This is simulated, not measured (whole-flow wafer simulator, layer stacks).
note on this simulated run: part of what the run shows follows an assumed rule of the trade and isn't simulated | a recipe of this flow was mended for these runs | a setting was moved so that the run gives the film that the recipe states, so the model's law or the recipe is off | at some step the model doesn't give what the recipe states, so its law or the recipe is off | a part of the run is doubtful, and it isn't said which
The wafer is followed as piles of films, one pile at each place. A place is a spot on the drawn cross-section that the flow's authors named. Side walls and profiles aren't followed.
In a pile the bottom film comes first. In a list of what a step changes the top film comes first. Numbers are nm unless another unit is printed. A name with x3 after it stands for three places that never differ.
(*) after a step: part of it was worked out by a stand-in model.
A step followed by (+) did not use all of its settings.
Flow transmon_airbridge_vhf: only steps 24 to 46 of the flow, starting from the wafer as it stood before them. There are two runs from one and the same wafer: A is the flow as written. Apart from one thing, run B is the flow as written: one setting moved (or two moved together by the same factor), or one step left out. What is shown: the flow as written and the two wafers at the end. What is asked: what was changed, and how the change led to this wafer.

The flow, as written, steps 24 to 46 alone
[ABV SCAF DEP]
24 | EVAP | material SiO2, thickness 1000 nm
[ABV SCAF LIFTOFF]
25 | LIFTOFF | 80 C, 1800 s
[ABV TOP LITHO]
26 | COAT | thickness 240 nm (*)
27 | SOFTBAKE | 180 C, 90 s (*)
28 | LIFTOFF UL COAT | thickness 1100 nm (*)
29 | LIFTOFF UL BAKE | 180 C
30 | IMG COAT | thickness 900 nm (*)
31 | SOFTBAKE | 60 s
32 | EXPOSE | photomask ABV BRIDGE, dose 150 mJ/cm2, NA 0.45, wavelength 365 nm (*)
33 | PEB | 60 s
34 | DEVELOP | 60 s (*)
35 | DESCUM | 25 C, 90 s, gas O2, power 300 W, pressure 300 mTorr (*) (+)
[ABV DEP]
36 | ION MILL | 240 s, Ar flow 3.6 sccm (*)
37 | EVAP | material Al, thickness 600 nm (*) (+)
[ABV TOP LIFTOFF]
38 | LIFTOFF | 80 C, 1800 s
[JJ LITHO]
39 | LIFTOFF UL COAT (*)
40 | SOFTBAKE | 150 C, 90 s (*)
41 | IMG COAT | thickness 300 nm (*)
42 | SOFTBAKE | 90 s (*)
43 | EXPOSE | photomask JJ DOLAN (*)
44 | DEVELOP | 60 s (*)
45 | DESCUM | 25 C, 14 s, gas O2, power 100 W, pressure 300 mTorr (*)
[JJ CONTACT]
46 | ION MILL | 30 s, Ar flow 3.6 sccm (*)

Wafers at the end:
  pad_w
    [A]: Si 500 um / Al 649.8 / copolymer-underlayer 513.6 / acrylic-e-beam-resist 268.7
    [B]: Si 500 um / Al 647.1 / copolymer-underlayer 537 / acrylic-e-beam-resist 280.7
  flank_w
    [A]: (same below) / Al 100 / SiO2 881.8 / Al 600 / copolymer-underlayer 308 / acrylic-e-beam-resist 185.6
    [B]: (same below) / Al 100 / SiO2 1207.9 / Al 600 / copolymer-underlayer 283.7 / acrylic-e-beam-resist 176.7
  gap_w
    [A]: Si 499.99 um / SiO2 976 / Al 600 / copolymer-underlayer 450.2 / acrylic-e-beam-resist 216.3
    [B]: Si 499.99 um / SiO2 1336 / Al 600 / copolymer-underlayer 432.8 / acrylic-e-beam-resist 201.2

Cause: step 24, EVAP: thickness 1360 nm was run, though the flow has thickness 1000 nm.

Step by step, how the change led to this:
  24 | EVAP | material SiO2, thickness 1000 nm
      field x3, jj_line, ground_far and 10 more: A SiO2 gains 1000 (new film) | B SiO2 gains 1360 (new film)
      flank_w, flank_e: A SiO2 gains 905.8 (new film) | B SiO2 gains 1231.9 (new film)
  25 | LIFTOFF | 80 C, 1800 s
      field x3, jj_line, trace_open_s x2: A SiO2 loses 1000 (all of it), i-line-resist loses 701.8 (all of it), lift-off-underlayer loses 1100 (all of it), acrylic-e-beam-resist loses 240 (all of it) | B SiO2 loses 1360 (all of it), i-line-resist loses 701.8 (all of it), lift-off-underlayer loses 1100 (all of it), acrylic-e-beam-resist loses 240 (all of it)
      pad_w, pad_e: A SiO2 loses 1000 (all of it), i-line-resist loses 696.3 (all of it), lift-off-underlayer loses 1089.9 (all of it), acrylic-e-beam-resist loses 239.3 (all of it) | B SiO2 loses 1360 (all of it), i-line-resist loses 696.3 (all of it), lift-off-underlayer loses 1089.9 (all of it), acrylic-e-beam-resist loses 239.3 (all of it)
      (as well as at 1 more place)
  26 | COAT | thickness 240 nm (*)
      flank_w, flank_e: A acrylic-e-beam-resist gains 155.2 (new film) | B acrylic-e-beam-resist gains 144.2 (new film)
      gap_w, gap_e: A acrylic-e-beam-resist gains 211.2 (new film) | B acrylic-e-beam-resist gains 195.3 (new film)
      (as well as at 6 more places)
  28 | LIFTOFF UL COAT | thickness 1100 nm (*)
      gap_w, gap_e: A lift-off-underlayer gains 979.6 (new film) | B lift-off-underlayer gains 931.6 (new film)
      margin_s, margin_n: A lift-off-underlayer gains 823.4 (new film) | B lift-off-underlayer gains 744.6 (new film)
      (as well as at 6 more places)
  30 | IMG COAT | thickness 900 nm (*)
      gap_w, gap_e: A i-line-resist gains 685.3 (new film) | B i-line-resist gains 605 (new film)
      margin_s, margin_n: A i-line-resist gains 603.2 (new film) | B i-line-resist gains 490.4 (new film)
      (as well as at 7 more places)
  33 | PEB | 60 s
      flank_w, flank_e: A i-line-resist loses 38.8 | B i-line-resist loses 35.1
      gap_w, gap_e: A i-line-resist loses 35 | B i-line-resist loses 30.8
      (as well as at 7 more places)
  34 | DEVELOP | 60 s (*)
      gap_w, gap_e: A i-line-resist loses 650.2 (all of it), lift-off-underlayer loses 979.6 (all of it) | B i-line-resist loses 574.2 (all of it), lift-off-underlayer loses 931.6 (all of it)
      pad_w: A i-line-resist loses 937.3 (all of it), lift-off-underlayer loses 1246.2 (all of it) | B i-line-resist loses 967.8 (all of it), lift-off-underlayer loses 1301.2 (all of it)
      (as well as at 5 more places)
  35 | DESCUM | 25 C, 90 s, gas O2, power 300 W, pressure 300 mTorr (*) (+)
      field x3, jj_line, ground_far, trace_open_s x2, margin_s, margin_n: A i-line-resist loses 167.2 | B i-line-resist loses 175.5
      flank_w, flank_e: A acrylic-e-beam-resist loses 155.2 (all of it) | B acrylic-e-beam-resist loses 144.2 (all of it)
      (as well as at 6 more places)
  38 | LIFTOFF | 80 C, 1800 s
      margin_s, margin_n: A Al loses 600 (all of it), i-line-resist loses 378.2 (all of it), lift-off-underlayer loses 823.4 (all of it), acrylic-e-beam-resist loses 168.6 (all of it) | B Al loses 600 (all of it), i-line-resist loses 263 (all of it), lift-off-underlayer loses 744.6 (all of it), acrylic-e-beam-resist loses 148.6 (all of it)
      ground_far: A Al loses 600 (all of it), i-line-resist loses 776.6 (all of it), lift-off-underlayer loses 1134.8 (all of it), acrylic-e-beam-resist loses 250.1 (all of it) | B Al loses 600 (all of it), i-line-resist loses 812.4 (all of it), lift-off-underlayer loses 1142.3 (all of it), acrylic-e-beam-resist loses 252.1 (all of it)
  39 | LIFTOFF UL COAT (*)
      pad_w, pad_e: A copolymer-underlayer gains 513.6 (new film) | B copolymer-underlayer gains 537 (new film)
      flank_w, flank_e: A copolymer-underlayer gains 308 (new film) | B copolymer-underlayer gains 283.7 (new film)
      (as well as at 6 more places)
  41 | IMG COAT | thickness 300 nm (*)
      pad_w, pad_e: A acrylic-e-beam-resist gains 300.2 (new film) | B acrylic-e-beam-resist gains 312.2 (new film)
      flank_w, flank_e: A acrylic-e-beam-resist gains 217.1 (new film) | B acrylic-e-beam-resist gains 208.2 (new film)
      (as well as at 6 more places)
